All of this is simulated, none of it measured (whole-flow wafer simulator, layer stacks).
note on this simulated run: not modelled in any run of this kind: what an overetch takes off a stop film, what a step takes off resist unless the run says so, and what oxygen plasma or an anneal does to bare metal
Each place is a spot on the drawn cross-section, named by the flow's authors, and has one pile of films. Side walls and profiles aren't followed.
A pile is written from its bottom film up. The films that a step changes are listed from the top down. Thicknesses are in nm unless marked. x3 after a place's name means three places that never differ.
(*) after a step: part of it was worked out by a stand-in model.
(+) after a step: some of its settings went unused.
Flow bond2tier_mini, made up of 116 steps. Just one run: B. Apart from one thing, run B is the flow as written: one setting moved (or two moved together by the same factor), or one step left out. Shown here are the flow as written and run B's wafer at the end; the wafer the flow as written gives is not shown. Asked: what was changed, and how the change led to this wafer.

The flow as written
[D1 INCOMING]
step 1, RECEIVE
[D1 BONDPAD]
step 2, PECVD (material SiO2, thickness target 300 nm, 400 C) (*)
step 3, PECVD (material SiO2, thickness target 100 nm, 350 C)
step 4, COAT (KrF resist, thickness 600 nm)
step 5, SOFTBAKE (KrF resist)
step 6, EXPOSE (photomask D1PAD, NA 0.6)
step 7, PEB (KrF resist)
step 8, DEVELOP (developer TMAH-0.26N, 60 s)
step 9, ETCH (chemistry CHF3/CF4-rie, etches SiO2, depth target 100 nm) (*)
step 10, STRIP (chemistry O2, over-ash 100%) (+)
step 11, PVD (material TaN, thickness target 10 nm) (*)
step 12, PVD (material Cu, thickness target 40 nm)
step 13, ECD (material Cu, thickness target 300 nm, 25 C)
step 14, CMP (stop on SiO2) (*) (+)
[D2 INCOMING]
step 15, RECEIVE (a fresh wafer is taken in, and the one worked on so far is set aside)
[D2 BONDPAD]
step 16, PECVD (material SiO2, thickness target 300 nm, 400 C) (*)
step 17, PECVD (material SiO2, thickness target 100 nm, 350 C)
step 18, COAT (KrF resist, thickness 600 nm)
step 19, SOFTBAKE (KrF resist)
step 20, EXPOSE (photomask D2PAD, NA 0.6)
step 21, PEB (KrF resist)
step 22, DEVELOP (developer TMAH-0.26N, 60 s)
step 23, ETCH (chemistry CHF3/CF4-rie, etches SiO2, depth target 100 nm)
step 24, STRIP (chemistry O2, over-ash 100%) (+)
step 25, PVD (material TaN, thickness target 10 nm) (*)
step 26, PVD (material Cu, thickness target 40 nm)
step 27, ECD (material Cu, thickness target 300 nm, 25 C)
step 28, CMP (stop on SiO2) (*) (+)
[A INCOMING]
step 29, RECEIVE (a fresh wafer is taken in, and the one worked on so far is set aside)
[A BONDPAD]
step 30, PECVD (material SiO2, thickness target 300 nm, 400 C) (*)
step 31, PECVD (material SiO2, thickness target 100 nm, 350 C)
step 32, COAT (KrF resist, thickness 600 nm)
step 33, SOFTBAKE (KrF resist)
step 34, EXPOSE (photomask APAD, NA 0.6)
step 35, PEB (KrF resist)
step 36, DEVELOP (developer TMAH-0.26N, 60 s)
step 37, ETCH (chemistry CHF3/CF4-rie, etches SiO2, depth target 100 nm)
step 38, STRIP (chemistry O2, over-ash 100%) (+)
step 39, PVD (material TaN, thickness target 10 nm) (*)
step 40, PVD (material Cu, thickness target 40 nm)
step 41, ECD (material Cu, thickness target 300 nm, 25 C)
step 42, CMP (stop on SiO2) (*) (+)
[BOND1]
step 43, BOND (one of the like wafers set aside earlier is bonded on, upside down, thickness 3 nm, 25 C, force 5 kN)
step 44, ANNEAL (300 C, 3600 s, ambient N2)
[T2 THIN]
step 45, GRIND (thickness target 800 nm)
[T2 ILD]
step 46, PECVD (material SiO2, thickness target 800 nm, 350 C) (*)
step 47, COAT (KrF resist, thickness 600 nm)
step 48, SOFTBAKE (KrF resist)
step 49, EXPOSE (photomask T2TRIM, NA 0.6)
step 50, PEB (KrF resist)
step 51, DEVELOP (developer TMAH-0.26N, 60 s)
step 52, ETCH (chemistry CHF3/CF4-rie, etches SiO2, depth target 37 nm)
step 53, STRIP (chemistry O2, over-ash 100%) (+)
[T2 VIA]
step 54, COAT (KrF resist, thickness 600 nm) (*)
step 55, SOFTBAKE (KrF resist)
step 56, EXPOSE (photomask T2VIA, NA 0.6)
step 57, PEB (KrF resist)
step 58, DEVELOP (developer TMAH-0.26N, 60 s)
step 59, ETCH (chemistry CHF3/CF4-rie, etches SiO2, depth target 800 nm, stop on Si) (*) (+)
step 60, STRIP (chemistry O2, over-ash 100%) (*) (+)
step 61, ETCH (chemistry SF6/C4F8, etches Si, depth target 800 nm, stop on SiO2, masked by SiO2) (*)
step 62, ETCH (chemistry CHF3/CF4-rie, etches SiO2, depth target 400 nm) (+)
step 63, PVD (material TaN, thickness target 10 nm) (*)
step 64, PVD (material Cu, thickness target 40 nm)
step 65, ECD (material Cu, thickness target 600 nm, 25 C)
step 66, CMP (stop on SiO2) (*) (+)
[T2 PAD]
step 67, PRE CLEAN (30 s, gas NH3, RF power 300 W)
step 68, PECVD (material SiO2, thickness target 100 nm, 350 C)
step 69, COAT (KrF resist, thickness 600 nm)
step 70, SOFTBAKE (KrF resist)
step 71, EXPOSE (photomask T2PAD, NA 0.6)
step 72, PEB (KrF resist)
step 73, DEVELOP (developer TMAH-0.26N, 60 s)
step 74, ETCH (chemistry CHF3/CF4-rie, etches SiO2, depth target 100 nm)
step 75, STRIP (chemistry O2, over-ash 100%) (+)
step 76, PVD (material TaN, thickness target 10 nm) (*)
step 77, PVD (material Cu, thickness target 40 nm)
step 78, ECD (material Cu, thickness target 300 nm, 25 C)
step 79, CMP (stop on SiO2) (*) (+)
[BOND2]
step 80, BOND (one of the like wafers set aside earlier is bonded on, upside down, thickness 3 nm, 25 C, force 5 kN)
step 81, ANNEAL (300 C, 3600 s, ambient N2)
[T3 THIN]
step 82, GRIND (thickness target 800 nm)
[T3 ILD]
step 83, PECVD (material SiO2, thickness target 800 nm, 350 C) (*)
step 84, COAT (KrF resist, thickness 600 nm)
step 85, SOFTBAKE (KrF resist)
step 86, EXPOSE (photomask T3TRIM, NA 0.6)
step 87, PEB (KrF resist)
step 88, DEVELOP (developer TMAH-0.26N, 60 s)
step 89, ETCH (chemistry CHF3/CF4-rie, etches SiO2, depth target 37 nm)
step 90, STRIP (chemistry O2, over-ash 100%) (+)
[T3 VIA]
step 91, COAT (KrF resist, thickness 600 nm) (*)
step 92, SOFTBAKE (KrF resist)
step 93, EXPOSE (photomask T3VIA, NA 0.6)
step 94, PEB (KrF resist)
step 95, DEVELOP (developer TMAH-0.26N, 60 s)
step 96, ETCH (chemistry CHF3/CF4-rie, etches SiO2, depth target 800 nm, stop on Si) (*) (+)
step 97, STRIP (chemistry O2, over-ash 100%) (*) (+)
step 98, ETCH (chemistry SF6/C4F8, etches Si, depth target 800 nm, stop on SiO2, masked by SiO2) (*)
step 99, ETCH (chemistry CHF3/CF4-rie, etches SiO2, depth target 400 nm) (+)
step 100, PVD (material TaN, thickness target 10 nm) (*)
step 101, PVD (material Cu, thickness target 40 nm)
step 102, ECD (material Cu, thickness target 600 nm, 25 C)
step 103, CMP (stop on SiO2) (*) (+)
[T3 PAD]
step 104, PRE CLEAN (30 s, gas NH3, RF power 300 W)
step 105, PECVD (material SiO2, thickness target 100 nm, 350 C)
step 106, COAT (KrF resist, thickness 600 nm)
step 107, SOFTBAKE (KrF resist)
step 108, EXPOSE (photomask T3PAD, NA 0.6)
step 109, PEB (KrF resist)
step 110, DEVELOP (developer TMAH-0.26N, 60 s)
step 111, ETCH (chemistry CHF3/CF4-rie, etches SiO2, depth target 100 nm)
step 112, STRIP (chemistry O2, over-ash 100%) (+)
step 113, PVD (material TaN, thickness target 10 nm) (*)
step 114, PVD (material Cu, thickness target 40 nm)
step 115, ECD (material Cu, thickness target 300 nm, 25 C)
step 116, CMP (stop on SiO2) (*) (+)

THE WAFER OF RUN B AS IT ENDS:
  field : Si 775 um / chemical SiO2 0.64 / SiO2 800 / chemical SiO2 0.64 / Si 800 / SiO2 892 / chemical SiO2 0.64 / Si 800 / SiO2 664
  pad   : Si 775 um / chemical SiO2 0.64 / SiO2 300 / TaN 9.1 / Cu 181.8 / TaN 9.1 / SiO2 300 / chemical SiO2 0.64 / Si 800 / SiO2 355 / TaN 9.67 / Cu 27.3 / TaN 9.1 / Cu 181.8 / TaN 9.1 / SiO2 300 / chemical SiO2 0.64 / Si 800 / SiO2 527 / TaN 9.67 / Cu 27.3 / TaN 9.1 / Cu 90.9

The reason: step 99, ETCH: depth target 228 nm was run, though the flow has depth target 400 nm.

Step by step, how the change led to this:
  step 99, ETCH (chemistry CHF3/CF4-rie, etches SiO2, depth target 400 nm) (+)
      field, pad: SiO2 loses 228 (as written it would have been: SiO2 loses 400)
